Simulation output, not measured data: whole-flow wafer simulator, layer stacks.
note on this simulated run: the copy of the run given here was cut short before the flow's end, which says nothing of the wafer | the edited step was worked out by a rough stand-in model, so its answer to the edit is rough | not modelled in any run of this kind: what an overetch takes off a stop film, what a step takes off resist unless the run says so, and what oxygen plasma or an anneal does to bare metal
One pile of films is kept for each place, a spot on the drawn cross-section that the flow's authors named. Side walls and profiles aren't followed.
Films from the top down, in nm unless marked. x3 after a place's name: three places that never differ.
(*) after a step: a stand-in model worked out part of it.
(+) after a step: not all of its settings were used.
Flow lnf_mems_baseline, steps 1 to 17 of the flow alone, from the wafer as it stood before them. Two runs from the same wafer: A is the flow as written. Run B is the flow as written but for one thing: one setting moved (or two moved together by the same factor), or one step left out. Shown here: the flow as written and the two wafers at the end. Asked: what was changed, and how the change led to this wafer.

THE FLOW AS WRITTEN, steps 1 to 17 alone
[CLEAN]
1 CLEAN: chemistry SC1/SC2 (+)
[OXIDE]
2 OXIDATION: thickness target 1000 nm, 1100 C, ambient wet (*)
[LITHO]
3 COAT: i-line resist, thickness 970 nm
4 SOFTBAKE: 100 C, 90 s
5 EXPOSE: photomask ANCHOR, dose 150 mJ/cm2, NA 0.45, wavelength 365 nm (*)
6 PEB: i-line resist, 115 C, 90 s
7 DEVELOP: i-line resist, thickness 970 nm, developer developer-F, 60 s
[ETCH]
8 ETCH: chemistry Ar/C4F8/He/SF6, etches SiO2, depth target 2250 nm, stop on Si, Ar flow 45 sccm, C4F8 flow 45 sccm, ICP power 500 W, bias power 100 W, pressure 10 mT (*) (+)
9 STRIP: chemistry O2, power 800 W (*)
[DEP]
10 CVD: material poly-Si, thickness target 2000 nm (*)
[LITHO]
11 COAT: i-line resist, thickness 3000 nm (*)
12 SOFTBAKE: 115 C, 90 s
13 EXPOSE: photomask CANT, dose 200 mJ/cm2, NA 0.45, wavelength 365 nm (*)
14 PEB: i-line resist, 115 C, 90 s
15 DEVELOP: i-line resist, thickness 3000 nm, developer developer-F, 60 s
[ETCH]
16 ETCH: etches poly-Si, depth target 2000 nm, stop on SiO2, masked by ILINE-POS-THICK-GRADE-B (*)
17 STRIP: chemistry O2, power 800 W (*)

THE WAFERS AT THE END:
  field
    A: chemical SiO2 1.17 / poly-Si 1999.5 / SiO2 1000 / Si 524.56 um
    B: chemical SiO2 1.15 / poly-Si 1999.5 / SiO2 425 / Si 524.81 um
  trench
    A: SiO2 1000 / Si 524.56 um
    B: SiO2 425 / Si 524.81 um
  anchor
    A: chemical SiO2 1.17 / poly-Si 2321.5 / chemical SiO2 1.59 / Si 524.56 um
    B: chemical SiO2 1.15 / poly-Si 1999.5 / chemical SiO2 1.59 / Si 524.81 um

The cause: step 2, OXIDATION: thickness target 425 nm was run, where the flow has thickness target 1000 nm.
It can be read off the wafer: field has SiO2 425, and step 2 as written asks for 1000 nm.

How the change led to this, step by step:
  2 OXIDATION: thickness target 1000 nm, 1100 C, ambient wet (*)
      field, anchor, beam, trench, char_slit: A SiO2 +1000 (new film), chemical SiO2 -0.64 (all of it), Si -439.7 | B SiO2 +425 (new film), chemical SiO2 -0.64 (all of it), Si -186.7
  8 ETCH: chemistry Ar/C4F8/He/SF6, etches SiO2, depth target 2250 nm, stop on Si, Ar flow 45 sccm, C4F8 flow 45 sccm, ICP power 500 W, bias power 100 W, pressure 10 mT (*) (+)
      field, beam, trench, char_slit: A i-line resist -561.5 | B i-line resist -274
      anchor: A SiO2 -1000 (all of it) | B SiO2 -425 (all of it)
  9 STRIP: chemistry O2, power 800 W (*)
      field, beam, trench, char_slit: A i-line resist -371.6 (all of it) | B i-line resist -659.1 (all of it)
  10 CVD: material poly-Si, thickness target 2000 nm (*)
      anchor: A poly-Si +2322 (new film) | B poly-Si +2000 (new film)
  11 COAT: i-line resist, thickness 3000 nm (*)
      anchor: A i-line resist +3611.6 (new film) | B i-line resist +3365.7 (new film)
  12 SOFTBAKE: 115 C, 90 s
      field: A i-line resist -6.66 | B i-line resist -6.09
      anchor: A i-line resist +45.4 | B i-line resist +40
      (and at 2 more places)
  14 PEB: i-line resist, 115 C, 90 s
      anchor: A i-line resist -46.1 | B i-line resist -41.7
  17 STRIP: chemistry O2, power 800 W (*)
      anchor: A chemical SiO2 +1.17 (new film), i-line resist -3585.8 (all of it), poly-Si -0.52 | B chemical SiO2 +1.15 (new film), i-line resist -3338.9 (all of it), poly-Si -0.51
